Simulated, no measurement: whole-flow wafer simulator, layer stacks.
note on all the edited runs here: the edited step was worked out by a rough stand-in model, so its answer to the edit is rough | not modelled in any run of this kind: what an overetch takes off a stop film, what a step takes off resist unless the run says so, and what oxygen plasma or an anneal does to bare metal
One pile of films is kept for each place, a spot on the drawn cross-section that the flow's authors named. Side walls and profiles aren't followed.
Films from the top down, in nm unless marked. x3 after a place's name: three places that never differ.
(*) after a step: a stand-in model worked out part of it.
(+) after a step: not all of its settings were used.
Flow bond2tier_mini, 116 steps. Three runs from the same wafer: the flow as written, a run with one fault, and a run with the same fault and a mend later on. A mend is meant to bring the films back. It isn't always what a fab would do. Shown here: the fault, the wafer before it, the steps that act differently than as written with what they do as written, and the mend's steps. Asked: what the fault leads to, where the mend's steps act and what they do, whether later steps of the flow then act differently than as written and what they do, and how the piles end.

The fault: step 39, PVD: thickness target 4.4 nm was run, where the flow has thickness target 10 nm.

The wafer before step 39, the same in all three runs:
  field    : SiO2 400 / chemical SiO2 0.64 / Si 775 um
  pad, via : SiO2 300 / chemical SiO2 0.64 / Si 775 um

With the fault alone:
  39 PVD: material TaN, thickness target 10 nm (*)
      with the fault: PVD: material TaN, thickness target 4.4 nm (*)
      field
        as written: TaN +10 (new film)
        with the fault: TaN +4.4 (new film)
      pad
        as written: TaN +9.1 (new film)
        with the fault: TaN +4.01 (new film)
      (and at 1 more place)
  Later steps of the flow that act differently than as written (1 more step differs only slightly, by at most 2% or 0.5 nm, whichever is larger, and isn't shown):
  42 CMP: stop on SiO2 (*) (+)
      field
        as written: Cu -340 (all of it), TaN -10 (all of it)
        with the fault: Cu -340 (all of it), TaN -4.4 (all of it)
  At the end the piles differ from the flow's by more than 2% or 0.5 nm, whichever is larger, at pad.
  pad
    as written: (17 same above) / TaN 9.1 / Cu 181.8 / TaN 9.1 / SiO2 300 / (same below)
    with the fault: (17 same above) / TaN 9.1 / Cu 186.9 / TaN 4.01 / SiO2 300 / (same below)

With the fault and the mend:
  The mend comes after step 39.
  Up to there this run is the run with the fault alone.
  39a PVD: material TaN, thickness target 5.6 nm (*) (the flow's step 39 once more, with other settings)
      field
        TaN +5.6
      pad
        TaN +5.09
      via
        TaN +5.58
  No later step of the flow acts differently than as written at any place that is followed.
  At the end the piles are the same as the flow's at every place that both follow.
